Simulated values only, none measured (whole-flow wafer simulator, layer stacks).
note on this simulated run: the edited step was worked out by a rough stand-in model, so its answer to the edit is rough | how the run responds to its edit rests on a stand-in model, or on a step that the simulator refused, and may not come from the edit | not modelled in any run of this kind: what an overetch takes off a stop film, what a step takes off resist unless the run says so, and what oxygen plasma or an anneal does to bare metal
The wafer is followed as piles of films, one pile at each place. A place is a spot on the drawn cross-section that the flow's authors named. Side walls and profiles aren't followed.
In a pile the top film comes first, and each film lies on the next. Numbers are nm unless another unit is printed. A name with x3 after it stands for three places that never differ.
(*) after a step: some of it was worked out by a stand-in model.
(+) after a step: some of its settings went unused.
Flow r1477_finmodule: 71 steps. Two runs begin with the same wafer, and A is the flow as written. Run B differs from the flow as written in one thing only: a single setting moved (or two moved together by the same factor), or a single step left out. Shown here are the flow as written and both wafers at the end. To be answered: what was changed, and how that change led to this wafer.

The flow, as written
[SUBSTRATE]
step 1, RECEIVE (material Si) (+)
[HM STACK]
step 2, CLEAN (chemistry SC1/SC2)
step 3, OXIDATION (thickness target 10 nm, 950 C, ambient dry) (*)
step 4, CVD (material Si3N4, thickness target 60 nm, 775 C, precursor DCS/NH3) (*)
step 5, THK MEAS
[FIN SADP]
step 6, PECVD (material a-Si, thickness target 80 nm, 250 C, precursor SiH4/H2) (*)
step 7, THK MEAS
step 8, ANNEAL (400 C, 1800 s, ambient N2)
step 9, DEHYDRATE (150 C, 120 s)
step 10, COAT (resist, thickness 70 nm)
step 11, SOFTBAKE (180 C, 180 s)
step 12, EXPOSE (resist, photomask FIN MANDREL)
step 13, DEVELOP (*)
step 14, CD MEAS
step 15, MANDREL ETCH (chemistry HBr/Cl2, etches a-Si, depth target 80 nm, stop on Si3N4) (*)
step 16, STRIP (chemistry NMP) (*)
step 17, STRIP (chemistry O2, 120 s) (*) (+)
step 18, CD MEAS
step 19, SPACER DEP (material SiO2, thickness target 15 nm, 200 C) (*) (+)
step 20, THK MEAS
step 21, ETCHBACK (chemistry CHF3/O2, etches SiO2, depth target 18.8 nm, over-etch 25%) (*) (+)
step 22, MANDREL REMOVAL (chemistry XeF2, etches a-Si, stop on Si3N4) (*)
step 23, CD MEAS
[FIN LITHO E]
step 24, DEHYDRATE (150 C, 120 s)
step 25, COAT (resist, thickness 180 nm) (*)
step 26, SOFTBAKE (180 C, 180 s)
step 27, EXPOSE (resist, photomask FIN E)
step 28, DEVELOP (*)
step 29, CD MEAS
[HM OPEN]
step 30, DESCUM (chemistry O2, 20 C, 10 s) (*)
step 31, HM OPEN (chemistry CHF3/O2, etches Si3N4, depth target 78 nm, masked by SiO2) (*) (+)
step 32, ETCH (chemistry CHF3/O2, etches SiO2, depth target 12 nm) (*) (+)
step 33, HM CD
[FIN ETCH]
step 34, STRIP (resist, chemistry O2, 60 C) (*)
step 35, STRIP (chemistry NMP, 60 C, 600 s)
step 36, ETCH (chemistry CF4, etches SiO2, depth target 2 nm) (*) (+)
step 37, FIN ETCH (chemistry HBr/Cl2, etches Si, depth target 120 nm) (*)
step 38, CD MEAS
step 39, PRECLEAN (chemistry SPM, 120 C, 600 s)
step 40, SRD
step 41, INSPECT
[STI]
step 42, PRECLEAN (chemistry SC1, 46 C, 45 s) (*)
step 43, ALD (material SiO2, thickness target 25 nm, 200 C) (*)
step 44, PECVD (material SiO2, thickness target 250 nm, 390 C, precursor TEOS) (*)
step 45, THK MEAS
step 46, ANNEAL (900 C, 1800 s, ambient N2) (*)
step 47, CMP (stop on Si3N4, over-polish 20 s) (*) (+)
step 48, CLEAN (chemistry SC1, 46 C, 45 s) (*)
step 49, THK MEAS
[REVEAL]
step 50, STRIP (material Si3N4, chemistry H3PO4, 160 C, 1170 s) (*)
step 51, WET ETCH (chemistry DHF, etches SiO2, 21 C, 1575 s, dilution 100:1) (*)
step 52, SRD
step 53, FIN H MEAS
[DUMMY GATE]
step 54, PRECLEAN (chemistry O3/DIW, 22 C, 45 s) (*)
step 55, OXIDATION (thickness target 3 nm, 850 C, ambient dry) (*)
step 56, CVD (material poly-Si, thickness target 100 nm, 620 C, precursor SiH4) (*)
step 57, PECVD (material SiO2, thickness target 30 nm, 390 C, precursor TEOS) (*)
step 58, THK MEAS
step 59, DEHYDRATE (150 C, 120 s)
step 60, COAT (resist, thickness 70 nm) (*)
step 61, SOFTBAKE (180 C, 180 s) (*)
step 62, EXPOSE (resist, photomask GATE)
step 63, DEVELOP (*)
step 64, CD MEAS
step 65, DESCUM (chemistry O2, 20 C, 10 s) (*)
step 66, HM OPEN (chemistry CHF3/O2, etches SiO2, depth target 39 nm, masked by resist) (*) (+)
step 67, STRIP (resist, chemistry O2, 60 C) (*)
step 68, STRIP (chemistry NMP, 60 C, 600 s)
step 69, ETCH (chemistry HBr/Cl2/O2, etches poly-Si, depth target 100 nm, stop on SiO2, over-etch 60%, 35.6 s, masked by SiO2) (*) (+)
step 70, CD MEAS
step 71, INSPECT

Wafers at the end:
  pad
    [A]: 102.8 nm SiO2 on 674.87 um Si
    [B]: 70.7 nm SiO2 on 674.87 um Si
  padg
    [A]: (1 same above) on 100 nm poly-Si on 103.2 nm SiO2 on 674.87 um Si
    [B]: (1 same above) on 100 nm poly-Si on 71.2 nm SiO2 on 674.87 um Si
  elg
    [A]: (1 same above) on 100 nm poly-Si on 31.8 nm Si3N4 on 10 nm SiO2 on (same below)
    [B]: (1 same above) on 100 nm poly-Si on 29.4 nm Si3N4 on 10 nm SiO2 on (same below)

Cause: step 51, WET ETCH: 2166 s was run, though the flow has 1575 s.

The path from the change to this, step by step:
  step 51, WET ETCH (chemistry DHF, etches SiO2, 21 C, 1575 s, dilution 100:1) (*)
      pad, padg, e40sg and 12 more: A SiO2 loses 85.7 | B SiO2 loses 117.8
      elg, e40lg, e100lg, e200lg, elo, e40lo, e100lo, e200lo: A SiO2 loses 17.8 (all of it), Si3N4 loses 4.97 | B SiO2 loses 17.8 (all of it), Si3N4 loses 7.38
      (and at 7 other places as well)
  step 56, CVD (material poly-Si, thickness target 100 nm, 620 C, precursor SiH4) (*)
      s40cg, s40co: A poly-Si gains 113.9 (new film) | B poly-Si gains 145.6 (new film)
      s45cg, s45co: A poly-Si gains 113.4 (new film) | B poly-Si gains 145.6 (new film)
      (and at 3 other places as well)
  step 60, COAT (resist, thickness 70 nm) (*)
      e40lg, e100lg, e200lg, elo, e40lo, e100lo, e200lo: A resist gains 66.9 (new film) | B resist gains 65.4 (new film)
      e40sg, eso, e40so: A resist gains 129.5 (new film) | B resist gains 157.7 (new film)
      (and at 16 other places as well)
  step 63, DEVELOP (*)
      elo, e40lo, e100lo, e200lo: A resist loses 66.9 (all of it) | B resist loses 65.4 (all of it)
      eso, e40so: A resist loses 129.5 (all of it) | B resist loses 157.7 (all of it)
      (and at 8 other places as well)
  step 67, STRIP (resist, chemistry O2, 60 C) (*)
      e40lg, e100lg, e200lg: A resist loses 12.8 (all of it) | B resist loses 11.3 (all of it)
      e40sg: A resist loses 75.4 (all of it) | B resist loses 103.6 (all of it)
      (and at 9 other places as well)
  step 69, ETCH (chemistry HBr/Cl2/O2, etches poly-Si, depth target 100 nm, stop on SiO2, over-etch 60%, 35.6 s, masked by SiO2) (*) (+)
      s40co: A chemical SiO2 loses 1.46 (all of it), poly-Si loses 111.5 (all of it), SiO2 loses 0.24 | B chemical SiO2 loses 1.57 (all of it), poly-Si loses 143.1 (all of it), SiO2 loses 0.08
      s45co: A chemical SiO2 loses 1.46 (all of it), poly-Si loses 110.9 (all of it), SiO2 loses 0.25 | B chemical SiO2 loses 1.57 (all of it), poly-Si loses 143.1 (all of it), SiO2 loses 0.08
      (and at 1 other place as well)
